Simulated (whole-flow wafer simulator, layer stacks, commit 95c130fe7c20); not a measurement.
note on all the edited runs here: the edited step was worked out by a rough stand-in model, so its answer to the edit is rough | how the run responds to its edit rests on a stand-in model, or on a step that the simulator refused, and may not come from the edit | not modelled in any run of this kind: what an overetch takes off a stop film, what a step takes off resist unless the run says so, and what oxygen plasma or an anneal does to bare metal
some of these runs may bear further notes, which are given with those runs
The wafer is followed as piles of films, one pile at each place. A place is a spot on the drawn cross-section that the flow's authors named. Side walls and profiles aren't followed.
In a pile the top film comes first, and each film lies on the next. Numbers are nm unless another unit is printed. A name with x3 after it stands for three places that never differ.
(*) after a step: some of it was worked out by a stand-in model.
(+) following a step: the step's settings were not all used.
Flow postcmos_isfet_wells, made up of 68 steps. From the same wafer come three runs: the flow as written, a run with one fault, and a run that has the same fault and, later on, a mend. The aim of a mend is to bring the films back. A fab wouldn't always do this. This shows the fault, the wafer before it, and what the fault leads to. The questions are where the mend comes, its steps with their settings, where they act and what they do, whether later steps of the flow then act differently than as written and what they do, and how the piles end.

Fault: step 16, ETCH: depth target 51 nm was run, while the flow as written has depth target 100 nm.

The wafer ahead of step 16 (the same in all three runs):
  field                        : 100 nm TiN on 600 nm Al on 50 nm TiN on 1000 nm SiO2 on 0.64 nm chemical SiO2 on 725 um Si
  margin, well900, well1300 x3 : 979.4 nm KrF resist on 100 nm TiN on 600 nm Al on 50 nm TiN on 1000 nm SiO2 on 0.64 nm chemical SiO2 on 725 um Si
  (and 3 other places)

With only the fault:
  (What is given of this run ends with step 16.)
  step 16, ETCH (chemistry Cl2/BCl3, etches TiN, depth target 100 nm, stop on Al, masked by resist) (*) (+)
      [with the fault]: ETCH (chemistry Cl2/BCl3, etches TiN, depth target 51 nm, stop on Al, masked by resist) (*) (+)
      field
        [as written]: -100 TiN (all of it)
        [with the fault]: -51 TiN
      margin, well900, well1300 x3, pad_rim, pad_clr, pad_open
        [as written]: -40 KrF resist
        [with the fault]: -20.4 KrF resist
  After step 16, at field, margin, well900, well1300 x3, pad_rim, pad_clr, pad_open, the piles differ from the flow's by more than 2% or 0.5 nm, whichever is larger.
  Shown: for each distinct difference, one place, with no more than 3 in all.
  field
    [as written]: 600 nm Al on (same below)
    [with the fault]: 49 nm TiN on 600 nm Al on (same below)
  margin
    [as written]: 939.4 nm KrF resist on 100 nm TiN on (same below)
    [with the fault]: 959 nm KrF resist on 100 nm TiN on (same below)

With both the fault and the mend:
  The mend stands after step 16.
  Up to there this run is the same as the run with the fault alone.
  step 16a, ETCH (chemistry Cl2/BCl3, etches TiN, depth target 49 nm, stop on Al, masked by resist) (the flow's step 16, run once more with other settings)
      margin, well900, well1300 x3, pad_rim, pad_clr, pad_open
        -19.6 KrF resist
      field
        -49 TiN (all of it)
  Later steps of the flow that are run all act as written at every place that is followed.
  The piles end the same as the flow's at every place that both follow.
